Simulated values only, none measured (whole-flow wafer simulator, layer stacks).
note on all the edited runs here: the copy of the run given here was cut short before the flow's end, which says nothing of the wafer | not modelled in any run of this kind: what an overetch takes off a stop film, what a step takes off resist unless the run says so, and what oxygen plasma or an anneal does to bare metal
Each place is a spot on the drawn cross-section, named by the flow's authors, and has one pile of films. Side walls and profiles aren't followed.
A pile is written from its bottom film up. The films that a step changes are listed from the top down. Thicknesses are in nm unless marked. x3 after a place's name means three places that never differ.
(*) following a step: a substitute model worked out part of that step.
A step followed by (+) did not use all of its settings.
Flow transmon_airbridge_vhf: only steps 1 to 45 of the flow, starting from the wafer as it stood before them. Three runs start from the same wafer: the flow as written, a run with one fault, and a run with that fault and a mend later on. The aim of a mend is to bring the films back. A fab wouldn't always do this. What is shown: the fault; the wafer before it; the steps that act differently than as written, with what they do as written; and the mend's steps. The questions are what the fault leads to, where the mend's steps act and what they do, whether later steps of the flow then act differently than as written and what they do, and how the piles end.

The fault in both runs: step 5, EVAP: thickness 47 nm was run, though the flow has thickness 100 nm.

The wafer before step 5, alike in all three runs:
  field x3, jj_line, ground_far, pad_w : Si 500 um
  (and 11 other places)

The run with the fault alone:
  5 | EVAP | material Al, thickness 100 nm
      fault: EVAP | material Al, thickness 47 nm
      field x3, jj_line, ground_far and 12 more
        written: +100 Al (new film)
        fault: +47 Al (new film)
  Later steps of the flow acting differently than as written (not shown: 11 more steps that differ only slightly, by at most 2% or 0.5 nm, whichever is larger):
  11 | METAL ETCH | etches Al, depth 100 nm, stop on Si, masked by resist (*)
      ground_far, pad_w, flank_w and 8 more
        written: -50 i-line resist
        fault: -35.2 i-line resist
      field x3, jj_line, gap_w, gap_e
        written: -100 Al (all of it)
        fault: -47 Al (all of it)
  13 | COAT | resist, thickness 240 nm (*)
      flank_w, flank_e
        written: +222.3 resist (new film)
        fault: +230.8 resist (new film)
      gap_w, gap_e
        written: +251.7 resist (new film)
        fault: +246 resist (new film)
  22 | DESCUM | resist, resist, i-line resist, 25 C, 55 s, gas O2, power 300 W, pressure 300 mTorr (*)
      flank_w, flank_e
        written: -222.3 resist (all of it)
        fault: -230.8 resist (all of it)
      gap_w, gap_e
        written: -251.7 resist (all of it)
        fault: -246 resist (all of it)
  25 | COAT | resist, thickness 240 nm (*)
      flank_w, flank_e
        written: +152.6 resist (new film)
        fault: +159.1 resist (new film)
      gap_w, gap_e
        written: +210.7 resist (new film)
        fault: +205 resist (new film)
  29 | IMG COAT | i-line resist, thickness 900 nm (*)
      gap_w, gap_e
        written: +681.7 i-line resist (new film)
        fault: +667.8 i-line resist (new film)
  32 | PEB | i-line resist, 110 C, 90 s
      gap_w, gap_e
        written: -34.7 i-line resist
        fault: -34 i-line resist
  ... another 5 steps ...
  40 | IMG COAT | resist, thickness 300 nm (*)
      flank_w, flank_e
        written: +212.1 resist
        fault: +219.7 resist
  At ground_far, pad_w, flank_w and 10 more, the piles at the end differ from the flow's by more than 2% or 0.5 nm, whichever is larger.
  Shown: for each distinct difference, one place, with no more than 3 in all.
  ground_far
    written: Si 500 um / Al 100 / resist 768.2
    fault: Si 500 um / Al 47 / resist 768.2
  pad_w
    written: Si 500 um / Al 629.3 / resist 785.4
    fault: Si 499.99 um / Al 591.3 / resist 785.2
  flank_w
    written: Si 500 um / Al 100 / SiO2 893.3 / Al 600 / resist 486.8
    fault: Si 500 um / Al 47 / SiO2 893 / Al 600 / resist 496.8

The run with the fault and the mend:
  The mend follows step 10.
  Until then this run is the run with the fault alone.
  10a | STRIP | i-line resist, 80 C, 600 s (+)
      ground_far, pad_w, flank_w and 8 more
        -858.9 i-line resist (all of it)
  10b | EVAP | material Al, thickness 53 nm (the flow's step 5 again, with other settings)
      field x3, jj_line, ground_far and 12 more
        +53 Al
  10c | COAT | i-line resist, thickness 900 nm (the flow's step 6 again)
      field x3, jj_line, ground_far and 12 more
        +900 i-line resist (new film)
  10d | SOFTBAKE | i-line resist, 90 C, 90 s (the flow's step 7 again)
      alters no film at any place that is followed
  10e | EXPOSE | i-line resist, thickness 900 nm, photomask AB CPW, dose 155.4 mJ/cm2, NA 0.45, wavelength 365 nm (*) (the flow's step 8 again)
      alters no film at any place that is followed
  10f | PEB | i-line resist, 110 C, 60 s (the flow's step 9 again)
      field x3, jj_line, ground_far and 12 more
        -41 i-line resist
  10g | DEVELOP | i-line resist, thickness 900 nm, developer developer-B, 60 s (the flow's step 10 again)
      ground_far, pad_w, flank_w and 8 more
        -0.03 i-line resist
      field x3, jj_line, gap_w, gap_e
        -859 i-line resist (all of it)
  Later steps of the flow that are run all act as written at every place that is followed.
  The piles end the same as the flow's at every place that both follow.
